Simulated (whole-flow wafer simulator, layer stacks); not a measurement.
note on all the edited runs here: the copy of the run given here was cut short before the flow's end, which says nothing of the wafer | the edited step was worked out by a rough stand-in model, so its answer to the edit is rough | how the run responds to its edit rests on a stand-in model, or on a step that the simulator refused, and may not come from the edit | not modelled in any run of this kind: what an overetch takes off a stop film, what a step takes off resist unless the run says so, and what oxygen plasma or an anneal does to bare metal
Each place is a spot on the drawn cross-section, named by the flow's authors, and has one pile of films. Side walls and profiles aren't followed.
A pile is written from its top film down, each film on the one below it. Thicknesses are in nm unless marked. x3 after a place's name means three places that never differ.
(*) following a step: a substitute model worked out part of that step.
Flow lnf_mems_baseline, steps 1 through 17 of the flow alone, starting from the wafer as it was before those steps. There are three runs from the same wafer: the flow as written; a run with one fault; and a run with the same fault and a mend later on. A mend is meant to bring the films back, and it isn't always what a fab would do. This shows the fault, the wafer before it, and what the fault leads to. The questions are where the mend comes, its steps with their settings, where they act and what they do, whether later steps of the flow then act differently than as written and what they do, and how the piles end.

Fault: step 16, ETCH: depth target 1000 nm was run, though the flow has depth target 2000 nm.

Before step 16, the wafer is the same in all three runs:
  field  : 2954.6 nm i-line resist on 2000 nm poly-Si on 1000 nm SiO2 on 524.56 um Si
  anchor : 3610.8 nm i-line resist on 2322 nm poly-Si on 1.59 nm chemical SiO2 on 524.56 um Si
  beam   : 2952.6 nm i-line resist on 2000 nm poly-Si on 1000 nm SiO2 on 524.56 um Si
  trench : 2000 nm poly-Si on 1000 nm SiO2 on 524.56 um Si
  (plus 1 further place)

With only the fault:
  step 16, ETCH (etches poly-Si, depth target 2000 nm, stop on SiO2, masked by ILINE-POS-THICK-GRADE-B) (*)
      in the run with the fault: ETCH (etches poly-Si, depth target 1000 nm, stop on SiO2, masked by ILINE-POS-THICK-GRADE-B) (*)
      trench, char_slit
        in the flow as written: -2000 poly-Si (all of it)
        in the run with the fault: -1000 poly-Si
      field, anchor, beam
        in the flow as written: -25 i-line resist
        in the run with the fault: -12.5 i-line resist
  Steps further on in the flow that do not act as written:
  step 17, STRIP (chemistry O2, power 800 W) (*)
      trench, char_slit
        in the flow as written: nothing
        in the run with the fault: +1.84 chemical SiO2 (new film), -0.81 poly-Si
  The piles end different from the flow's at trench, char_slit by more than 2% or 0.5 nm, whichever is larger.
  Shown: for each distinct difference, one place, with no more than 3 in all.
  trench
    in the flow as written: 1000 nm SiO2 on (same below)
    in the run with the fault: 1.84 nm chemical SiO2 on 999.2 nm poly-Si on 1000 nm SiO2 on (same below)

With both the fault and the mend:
  After step 16 comes the mend.
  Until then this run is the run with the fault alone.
  step 16a, ETCH (etches poly-Si, depth target 1000 nm, stop on SiO2, masked by ILINE-POS-THICK-GRADE-B) (*) (a further turn of the flow's step 16, with different settings)
      field, anchor, beam
        -12.5 i-line resist
      trench, char_slit
        -1000 poly-Si (all of it)
  Every later step of the flow that is run acts as written at every place that is followed.
  By the end, the piles equal the flow's at every place that both follow.
